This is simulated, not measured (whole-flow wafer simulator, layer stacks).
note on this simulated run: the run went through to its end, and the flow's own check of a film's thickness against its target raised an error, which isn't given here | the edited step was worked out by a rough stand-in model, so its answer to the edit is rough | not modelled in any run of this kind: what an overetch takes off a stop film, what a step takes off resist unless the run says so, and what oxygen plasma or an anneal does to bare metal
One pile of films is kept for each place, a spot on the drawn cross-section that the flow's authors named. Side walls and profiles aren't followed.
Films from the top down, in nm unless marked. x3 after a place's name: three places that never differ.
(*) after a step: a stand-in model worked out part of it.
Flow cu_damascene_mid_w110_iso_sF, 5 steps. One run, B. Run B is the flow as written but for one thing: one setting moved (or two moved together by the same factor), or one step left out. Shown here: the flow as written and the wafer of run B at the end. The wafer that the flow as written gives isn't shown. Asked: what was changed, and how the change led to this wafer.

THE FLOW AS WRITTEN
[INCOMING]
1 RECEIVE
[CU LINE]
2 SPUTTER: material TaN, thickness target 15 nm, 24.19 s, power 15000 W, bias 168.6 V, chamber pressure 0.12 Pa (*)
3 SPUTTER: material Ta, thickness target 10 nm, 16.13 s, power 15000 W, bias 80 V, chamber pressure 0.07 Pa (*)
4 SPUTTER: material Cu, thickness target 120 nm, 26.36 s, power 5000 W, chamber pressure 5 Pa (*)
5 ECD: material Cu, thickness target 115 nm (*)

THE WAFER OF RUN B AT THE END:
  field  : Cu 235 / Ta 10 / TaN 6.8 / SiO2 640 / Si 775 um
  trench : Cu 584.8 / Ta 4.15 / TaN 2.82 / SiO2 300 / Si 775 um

The cause: step 2, SPUTTER: thickness target 6.8 nm was run, where the flow has thickness target 15 nm; step 2, SPUTTER: 10.89 s was run, where the flow has 24.19 s.
It can be read off the wafer: field has TaN 6.8, and step 2 as written asks for 15 nm.

How the change led to this, step by step:
  2 SPUTTER: material TaN, thickness target 15 nm, 24.19 s, power 15000 W, bias 168.6 V, chamber pressure 0.12 Pa (*)
      field: TaN +6.8 (new film) (as written it would be: TaN +15 (new film))
      trench: TaN +2.82 (new film) (as written it would be: TaN +6.23 (new film))
  4 SPUTTER: material Cu, thickness target 120 nm, 26.36 s, power 5000 W, chamber pressure 5 Pa (*)
      trench: Cu +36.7 (new film) (as written it would be: Cu +35.7 (new film))
